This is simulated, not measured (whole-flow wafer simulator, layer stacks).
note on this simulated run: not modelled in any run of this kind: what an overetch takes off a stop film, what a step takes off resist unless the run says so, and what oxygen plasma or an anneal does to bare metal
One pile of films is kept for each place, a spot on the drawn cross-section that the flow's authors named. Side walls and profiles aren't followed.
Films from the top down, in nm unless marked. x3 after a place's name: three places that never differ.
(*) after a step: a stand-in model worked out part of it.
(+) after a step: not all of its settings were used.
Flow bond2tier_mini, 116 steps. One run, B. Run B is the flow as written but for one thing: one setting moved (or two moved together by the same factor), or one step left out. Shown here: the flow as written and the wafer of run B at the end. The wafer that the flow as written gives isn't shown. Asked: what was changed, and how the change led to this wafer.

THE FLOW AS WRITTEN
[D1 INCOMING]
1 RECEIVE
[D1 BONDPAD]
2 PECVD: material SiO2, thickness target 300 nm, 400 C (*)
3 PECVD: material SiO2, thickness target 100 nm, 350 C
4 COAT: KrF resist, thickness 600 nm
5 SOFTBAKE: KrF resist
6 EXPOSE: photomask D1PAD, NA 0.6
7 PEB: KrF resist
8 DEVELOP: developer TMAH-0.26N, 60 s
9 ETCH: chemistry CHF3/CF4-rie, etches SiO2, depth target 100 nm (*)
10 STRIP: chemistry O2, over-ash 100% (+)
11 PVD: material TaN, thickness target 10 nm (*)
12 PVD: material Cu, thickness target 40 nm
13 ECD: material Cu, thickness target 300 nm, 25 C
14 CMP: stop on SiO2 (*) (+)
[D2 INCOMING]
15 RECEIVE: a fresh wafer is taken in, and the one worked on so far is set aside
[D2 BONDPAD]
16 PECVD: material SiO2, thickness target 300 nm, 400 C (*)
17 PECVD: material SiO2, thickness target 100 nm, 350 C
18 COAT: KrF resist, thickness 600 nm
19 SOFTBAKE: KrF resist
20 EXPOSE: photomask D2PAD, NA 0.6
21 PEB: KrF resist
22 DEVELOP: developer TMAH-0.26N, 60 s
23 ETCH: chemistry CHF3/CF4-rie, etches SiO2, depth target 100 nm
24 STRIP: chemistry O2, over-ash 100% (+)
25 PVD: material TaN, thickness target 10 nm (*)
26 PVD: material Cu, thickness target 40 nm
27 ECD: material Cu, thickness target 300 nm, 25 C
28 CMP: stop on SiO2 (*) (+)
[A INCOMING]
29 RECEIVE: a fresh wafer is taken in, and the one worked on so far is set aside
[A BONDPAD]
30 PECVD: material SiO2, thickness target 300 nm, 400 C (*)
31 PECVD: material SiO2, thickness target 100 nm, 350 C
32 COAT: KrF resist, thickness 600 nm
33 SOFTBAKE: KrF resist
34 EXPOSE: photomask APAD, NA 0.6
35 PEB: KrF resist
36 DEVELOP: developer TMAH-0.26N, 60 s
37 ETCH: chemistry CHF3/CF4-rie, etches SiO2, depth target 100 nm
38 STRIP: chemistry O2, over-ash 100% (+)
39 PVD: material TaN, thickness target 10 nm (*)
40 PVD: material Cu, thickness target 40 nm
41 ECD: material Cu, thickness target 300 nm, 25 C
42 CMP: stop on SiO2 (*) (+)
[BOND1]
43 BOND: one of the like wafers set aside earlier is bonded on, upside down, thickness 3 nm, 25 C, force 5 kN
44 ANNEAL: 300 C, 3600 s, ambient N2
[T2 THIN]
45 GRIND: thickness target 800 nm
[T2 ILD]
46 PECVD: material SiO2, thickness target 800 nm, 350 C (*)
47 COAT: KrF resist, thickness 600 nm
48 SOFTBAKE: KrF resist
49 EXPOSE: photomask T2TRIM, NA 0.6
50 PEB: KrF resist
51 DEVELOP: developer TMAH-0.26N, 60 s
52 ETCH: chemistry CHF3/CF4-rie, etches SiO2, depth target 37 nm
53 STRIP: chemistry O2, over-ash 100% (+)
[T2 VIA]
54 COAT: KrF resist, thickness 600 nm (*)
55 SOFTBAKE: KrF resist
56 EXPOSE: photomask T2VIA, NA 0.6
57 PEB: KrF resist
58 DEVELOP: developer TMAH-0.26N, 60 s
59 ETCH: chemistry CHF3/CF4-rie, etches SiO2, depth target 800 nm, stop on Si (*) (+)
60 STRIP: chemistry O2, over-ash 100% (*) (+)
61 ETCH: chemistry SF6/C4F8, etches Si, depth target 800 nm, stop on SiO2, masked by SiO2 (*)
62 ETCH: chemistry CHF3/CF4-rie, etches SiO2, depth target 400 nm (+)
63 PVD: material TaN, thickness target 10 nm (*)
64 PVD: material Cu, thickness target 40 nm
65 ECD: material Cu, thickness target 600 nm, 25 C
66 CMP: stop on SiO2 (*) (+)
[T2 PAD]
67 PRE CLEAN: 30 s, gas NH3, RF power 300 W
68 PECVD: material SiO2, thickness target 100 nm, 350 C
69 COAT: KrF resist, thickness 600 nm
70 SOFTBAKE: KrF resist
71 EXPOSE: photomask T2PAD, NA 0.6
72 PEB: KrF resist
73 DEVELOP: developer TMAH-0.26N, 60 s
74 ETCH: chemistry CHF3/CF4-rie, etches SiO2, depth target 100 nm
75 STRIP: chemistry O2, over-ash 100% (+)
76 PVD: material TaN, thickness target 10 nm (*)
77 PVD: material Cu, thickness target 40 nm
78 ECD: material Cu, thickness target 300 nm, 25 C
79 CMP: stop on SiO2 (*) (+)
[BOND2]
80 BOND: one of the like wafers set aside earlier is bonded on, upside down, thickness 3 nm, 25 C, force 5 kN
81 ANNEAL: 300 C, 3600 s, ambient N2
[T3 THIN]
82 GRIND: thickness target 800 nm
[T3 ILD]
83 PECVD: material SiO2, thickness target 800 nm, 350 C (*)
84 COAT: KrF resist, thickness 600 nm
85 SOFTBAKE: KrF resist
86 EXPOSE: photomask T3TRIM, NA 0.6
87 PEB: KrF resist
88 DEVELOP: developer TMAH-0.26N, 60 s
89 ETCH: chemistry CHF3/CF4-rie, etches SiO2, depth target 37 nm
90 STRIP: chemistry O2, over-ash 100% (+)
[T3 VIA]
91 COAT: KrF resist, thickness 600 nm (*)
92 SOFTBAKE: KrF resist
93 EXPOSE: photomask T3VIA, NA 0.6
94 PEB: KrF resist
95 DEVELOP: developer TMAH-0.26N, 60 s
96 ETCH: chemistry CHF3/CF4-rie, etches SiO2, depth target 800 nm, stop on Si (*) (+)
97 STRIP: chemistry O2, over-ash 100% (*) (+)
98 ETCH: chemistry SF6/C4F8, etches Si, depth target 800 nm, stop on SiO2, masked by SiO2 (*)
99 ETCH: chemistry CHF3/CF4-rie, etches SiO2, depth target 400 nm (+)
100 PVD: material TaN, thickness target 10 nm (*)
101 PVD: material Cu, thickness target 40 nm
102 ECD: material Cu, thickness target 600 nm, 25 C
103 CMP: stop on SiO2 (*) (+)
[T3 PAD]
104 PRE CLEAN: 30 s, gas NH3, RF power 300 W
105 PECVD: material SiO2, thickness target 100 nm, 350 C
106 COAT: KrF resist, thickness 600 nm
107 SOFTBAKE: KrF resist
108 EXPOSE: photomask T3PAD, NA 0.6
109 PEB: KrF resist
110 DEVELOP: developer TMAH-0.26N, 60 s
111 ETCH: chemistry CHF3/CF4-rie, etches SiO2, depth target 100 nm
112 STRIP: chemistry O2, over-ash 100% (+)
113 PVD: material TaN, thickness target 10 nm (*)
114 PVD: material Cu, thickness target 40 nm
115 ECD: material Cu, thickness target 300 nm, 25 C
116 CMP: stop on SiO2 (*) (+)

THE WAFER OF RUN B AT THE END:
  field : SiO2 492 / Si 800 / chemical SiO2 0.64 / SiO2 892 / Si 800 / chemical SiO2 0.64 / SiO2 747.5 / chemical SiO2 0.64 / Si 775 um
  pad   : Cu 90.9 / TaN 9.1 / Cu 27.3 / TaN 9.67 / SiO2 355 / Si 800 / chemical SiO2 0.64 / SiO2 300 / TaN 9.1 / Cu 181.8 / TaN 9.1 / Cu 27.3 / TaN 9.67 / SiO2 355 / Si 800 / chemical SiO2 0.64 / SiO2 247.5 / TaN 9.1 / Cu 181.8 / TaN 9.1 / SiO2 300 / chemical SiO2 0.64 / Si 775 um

The cause: step 3, PECVD: thickness target 47.5 nm was run, where the flow has thickness target 100 nm.

How the change led to this, step by step:
  3 PECVD: material SiO2, thickness target 100 nm, 350 C
      field, pad, via: SiO2 +47.5 (as written it would be: SiO2 +100)
  43 BOND: one of the like wafers set aside earlier is bonded on, upside down, thickness 3 nm, 25 C, force 5 kN
      field: Si +775 um (new film), chemical SiO2 +0.64 (new film), SiO2 +347.5 (as written it would be: Si +775 um (new film), chemical SiO2 +0.64 (new film), SiO2 +400)
      pad: Si +775 um (new film), chemical SiO2 +0.64 (new film), SiO2 +247.5 (new film), TaN +9.1 (new film), Cu +90.9 (as written it would be: Si +775 um (new film), chemical SiO2 +0.64 (new film), SiO2 +300 (new film), TaN +9.1 (new film), Cu +90.9)
      (and at 1 more place)
